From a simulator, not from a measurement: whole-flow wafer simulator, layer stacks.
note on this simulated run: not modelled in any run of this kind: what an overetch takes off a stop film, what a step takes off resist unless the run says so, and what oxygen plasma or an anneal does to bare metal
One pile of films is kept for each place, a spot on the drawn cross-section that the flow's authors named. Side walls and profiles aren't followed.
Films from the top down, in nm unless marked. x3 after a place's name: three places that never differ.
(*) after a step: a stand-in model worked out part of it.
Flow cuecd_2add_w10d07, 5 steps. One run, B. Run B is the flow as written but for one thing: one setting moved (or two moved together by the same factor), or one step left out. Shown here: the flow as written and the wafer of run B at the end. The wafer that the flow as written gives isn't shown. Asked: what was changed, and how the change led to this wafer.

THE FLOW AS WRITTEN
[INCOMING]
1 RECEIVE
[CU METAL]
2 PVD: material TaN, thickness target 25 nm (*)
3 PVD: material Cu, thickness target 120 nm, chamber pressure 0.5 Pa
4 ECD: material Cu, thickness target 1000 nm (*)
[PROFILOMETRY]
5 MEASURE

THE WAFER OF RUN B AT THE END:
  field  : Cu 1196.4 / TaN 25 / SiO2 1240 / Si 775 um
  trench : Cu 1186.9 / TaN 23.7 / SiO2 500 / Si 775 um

The cause: step 3, PVD: thickness target 196.4 nm was run, where the flow has thickness target 120 nm.

How the change led to this, step by step:
  3 PVD: material Cu, thickness target 120 nm, chamber pressure 0.5 Pa
      field: Cu +196.4 (new film) (as written it would be: Cu +120 (new film))
      trench: Cu +186.9 (new film) (as written it would be: Cu +114 (new film))
